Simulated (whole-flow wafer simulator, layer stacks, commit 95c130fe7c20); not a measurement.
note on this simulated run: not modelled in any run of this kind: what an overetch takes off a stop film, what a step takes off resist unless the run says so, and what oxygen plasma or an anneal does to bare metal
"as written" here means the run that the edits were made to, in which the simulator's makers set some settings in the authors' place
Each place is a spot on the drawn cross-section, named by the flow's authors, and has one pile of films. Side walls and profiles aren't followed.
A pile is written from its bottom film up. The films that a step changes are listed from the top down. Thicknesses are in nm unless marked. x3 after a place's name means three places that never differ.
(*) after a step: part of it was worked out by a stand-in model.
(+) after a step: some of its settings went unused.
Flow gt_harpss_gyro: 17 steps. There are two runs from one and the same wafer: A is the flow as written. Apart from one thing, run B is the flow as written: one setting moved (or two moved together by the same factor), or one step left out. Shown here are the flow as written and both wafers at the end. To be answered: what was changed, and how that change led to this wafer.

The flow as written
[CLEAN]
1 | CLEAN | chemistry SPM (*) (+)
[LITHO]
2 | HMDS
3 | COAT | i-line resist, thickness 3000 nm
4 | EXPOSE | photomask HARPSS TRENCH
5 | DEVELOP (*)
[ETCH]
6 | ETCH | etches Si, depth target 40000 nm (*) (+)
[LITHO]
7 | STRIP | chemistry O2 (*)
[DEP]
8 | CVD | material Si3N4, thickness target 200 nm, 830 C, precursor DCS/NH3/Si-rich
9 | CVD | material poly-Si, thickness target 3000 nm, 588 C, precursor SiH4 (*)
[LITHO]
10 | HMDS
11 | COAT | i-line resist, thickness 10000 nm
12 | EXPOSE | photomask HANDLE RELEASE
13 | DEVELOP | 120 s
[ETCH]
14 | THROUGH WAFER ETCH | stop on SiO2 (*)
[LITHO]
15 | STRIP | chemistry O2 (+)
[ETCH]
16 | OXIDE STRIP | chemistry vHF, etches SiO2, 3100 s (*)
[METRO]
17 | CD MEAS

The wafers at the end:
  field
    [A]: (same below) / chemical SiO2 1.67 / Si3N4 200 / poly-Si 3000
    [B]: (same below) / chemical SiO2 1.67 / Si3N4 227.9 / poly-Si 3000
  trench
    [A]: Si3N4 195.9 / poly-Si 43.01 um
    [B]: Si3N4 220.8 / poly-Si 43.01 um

The reason: step 8, CVD: 860 C was run, though the flow has 830 C.

The path from the change to this, step by step:
  8 | CVD | material Si3N4, thickness target 200 nm, 830 C, precursor DCS/NH3/Si-rich
      field: A Si3N4 gains 200 (new film) | B Si3N4 gains 227.9 (new film)
      trench: A Si3N4 gains 195.9 (new film) | B Si3N4 gains 220.8 (new film)
